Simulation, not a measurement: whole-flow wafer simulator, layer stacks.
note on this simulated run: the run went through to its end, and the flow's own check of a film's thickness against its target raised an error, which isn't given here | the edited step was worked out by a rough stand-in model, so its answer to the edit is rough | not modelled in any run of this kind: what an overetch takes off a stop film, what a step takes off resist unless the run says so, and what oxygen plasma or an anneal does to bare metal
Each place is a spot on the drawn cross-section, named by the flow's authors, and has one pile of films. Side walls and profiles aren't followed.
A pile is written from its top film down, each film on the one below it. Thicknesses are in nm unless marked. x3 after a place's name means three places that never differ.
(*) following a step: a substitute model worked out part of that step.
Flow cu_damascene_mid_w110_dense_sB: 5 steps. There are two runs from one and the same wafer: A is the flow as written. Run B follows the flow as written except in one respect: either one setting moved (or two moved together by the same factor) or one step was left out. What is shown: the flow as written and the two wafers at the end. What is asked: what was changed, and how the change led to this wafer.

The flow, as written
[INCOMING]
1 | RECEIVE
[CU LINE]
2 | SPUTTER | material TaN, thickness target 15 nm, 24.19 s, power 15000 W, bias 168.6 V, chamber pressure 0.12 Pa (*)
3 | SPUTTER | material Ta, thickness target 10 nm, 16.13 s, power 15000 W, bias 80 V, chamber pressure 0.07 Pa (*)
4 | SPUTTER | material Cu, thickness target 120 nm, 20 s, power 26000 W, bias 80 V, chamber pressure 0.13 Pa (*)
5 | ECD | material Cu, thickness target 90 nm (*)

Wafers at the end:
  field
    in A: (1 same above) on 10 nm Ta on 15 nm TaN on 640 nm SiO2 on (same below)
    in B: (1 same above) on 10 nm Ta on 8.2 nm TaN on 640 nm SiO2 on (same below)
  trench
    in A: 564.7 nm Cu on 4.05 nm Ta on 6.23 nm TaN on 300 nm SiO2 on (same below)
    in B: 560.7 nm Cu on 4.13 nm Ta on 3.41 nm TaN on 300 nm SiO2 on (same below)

The reason: step 2, SPUTTER: thickness target 8.2 nm was run, whereas the flow has thickness target 15 nm; step 2, SPUTTER: 13.3 s was run, where the flow has 24.19 s.
One can read it off the wafer: field has TaN 8.2, and step 2 as written asks for 15 nm.

Step by step, how the change led to this:
  2 | SPUTTER | material TaN, thickness target 15 nm, 24.19 s, power 15000 W, bias 168.6 V, chamber pressure 0.12 Pa (*)
      field: A +15 TaN (new film) | B +8.2 TaN (new film)
      trench: A +6.23 TaN (new film) | B +3.41 TaN (new film)
  4 | SPUTTER | material Cu, thickness target 120 nm, 20 s, power 26000 W, bias 80 V, chamber pressure 0.13 Pa (*)
      trench: A +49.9 Cu (new film) | B +51 Cu (new film)
